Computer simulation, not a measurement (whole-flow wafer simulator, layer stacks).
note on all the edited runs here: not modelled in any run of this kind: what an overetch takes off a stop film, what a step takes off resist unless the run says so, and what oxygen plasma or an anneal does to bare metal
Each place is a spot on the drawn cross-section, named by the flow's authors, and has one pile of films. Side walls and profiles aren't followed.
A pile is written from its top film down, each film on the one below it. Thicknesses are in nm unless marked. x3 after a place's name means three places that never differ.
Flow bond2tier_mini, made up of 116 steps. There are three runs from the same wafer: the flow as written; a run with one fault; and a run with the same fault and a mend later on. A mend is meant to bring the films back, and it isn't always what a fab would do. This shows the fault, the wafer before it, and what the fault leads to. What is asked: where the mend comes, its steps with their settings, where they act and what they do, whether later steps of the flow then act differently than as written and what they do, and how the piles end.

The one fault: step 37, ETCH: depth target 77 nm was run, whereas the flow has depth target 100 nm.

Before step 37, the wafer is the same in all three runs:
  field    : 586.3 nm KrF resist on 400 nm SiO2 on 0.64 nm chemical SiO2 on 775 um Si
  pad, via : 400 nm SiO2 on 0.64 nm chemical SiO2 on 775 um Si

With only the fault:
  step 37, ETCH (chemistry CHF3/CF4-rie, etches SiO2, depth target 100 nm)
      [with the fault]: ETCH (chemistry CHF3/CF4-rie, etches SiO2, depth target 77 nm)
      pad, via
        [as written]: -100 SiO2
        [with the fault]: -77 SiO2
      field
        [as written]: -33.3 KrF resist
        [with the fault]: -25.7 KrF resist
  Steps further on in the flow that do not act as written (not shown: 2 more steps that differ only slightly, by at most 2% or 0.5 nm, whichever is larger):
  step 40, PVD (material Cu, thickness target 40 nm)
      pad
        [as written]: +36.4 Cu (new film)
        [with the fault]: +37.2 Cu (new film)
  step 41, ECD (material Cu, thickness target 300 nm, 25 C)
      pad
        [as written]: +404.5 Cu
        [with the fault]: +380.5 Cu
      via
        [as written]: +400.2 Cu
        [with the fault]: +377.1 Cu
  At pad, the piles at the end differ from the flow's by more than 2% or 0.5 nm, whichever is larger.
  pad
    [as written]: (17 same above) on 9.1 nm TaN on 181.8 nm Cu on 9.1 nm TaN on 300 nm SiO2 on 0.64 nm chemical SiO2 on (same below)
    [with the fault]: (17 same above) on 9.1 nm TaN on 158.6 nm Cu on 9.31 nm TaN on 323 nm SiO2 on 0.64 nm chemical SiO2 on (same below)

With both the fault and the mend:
  After step 37 comes the mend.
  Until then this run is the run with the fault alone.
  step 37a, ETCH (chemistry CHF3/CF4-rie, etches SiO2, depth target 23 nm) (a further turn of the flow's step 37, with different settings)
      pad, via
        -23 SiO2
      field
        -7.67 KrF resist
  None of the later steps of the flow acts differently than as written at any place that is followed.
  At every place that both follow, the piles at the end match the flow's.
